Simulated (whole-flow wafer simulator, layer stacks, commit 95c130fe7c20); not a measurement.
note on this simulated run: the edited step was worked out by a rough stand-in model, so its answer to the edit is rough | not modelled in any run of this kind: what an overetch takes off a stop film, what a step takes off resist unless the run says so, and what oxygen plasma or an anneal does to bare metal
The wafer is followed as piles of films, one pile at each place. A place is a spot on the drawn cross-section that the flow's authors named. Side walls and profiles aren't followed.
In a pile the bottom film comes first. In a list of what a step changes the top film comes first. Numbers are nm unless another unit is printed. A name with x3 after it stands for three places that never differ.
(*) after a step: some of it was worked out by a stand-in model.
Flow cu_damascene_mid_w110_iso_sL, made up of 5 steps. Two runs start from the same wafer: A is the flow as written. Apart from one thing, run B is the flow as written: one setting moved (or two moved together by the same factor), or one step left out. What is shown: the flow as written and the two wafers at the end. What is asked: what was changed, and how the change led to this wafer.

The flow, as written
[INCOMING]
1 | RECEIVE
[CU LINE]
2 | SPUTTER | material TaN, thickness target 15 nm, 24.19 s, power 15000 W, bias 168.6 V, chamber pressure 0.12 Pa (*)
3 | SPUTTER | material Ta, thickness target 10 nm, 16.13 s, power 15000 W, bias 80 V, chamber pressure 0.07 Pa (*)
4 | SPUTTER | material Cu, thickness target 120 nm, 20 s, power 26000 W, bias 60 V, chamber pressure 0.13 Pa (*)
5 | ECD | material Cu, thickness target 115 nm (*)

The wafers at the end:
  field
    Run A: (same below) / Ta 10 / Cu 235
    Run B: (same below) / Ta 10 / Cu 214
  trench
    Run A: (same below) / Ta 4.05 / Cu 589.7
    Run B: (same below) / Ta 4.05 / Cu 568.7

Cause: step 4, SPUTTER: thickness target 99 nm was run, though the flow has thickness target 120 nm; step 4, SPUTTER: 16.5 s was run, where the flow has 20 s.

Step by step, how the change led to this:
  4 | SPUTTER | material Cu, thickness target 120 nm, 20 s, power 26000 W, bias 60 V, chamber pressure 0.13 Pa (*)
      field: A +120 Cu (new film) | B +99 Cu (new film)
      trench: A +49.9 Cu (new film) | B +41.2 Cu (new film)
  5 | ECD | material Cu, thickness target 115 nm (*)
      trench: A +539.8 Cu | B +527.5 Cu
